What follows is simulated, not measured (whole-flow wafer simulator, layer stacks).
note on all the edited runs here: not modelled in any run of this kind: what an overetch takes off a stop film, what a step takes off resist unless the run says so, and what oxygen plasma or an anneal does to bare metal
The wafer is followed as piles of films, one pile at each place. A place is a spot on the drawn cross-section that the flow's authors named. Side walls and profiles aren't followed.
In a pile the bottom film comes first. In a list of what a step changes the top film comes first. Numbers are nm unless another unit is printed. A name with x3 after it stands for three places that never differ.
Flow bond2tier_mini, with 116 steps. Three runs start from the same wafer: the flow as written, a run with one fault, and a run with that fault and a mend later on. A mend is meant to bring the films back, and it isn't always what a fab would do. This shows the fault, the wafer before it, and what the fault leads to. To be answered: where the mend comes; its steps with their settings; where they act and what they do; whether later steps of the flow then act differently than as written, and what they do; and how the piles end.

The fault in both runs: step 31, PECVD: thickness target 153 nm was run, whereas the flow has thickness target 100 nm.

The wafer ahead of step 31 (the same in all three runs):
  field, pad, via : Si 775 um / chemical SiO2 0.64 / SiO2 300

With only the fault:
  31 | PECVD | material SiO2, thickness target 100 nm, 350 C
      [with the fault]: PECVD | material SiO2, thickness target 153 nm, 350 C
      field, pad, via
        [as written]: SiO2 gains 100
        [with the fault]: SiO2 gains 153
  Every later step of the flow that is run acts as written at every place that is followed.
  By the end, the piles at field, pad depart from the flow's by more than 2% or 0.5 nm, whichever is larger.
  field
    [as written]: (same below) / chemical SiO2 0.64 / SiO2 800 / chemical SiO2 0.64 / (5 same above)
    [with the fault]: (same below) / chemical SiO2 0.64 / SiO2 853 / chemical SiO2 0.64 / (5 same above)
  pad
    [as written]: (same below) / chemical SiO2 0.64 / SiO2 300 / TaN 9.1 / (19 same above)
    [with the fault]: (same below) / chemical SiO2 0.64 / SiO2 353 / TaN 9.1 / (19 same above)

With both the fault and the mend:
  The mend follows step 31.
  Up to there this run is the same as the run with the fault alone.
  31a | ETCH | chemistry CHF3/CF4-rie, etches SiO2, depth target 53 nm (the flow's step 9 again, with other settings)
      field, pad, via
        SiO2 loses 53
  Every later step of the flow that is run acts as written at every place that is followed.
  The piles end the same as the flow's at every place that both follow.
